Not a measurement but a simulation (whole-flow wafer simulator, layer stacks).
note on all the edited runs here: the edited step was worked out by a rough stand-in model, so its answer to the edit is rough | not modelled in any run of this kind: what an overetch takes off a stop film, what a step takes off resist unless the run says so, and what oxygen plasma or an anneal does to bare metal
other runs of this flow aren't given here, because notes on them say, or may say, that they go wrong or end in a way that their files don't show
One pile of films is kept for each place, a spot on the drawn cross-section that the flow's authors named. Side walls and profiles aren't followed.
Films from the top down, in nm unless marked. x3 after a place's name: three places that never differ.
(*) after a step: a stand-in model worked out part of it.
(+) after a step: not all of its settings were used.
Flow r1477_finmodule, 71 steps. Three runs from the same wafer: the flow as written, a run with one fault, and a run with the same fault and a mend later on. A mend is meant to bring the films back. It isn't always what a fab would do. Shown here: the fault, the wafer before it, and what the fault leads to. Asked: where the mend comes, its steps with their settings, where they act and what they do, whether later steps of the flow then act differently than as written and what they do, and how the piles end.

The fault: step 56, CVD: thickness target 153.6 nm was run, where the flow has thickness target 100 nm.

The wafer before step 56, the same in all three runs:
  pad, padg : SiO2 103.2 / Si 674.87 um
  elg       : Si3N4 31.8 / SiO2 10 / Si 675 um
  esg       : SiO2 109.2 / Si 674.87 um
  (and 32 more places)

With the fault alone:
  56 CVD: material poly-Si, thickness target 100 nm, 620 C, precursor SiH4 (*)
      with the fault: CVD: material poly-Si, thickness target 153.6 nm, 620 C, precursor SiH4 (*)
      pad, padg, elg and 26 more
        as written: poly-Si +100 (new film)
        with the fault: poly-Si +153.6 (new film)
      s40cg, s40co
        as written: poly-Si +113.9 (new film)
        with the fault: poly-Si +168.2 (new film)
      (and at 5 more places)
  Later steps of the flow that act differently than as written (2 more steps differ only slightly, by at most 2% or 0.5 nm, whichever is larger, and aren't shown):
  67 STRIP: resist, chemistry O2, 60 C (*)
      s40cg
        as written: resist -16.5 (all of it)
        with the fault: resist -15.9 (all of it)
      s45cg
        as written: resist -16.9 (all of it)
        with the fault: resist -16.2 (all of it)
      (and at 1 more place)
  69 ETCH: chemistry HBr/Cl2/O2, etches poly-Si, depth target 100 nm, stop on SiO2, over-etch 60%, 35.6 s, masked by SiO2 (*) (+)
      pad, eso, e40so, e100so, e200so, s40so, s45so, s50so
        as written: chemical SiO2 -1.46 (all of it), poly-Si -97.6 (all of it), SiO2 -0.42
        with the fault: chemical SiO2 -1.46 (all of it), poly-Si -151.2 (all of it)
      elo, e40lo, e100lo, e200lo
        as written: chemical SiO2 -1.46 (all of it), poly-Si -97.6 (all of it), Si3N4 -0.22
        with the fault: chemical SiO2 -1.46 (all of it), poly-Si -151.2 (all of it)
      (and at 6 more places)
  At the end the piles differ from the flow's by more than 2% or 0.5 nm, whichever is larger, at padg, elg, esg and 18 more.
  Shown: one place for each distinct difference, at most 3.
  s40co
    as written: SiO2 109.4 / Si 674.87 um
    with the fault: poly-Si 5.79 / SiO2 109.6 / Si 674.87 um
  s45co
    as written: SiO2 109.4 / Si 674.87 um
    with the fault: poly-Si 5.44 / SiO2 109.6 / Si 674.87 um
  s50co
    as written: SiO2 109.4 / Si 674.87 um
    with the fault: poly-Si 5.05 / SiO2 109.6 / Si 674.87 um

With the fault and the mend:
  The mend comes after step 56.
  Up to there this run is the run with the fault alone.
  56a ETCH: chemistry tmah, depth target 271.5 nm
      pad, padg, elg and 26 more
        poly-Si -153.6 (all of it)
      s40cg, s40co
        poly-Si -168.2 (all of it)
      s45cg, s45co
        poly-Si -167.9 (all of it)
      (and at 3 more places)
  56b CLEAN: chemistry SC1, 46 C, 45 s (*) (the flow's step 48 once more)
      s40sg_line, s45sg_line, s50sg_line, s40so_line, s45so_line, s50so_line
        SiO2 -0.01
  56c CVD: material poly-Si, thickness target 100 nm, 620 C, precursor SiH4 (*) (the flow's step 56 once more)
      pad, padg, elg and 26 more
        poly-Si +100 (new film)
      s40cg, s40co
        poly-Si +113.9 (new film)
      s45cg, s45co
        poly-Si +113.4 (new film)
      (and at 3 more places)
  No later step of the flow acts differently than as written, at any place that is followed, by more than 2% or 0.5 nm, whichever is larger.
  At the end the piles differ from the flow's only slightly at the places that both follow, by at most 2% or 0.5 nm, whichever is larger.
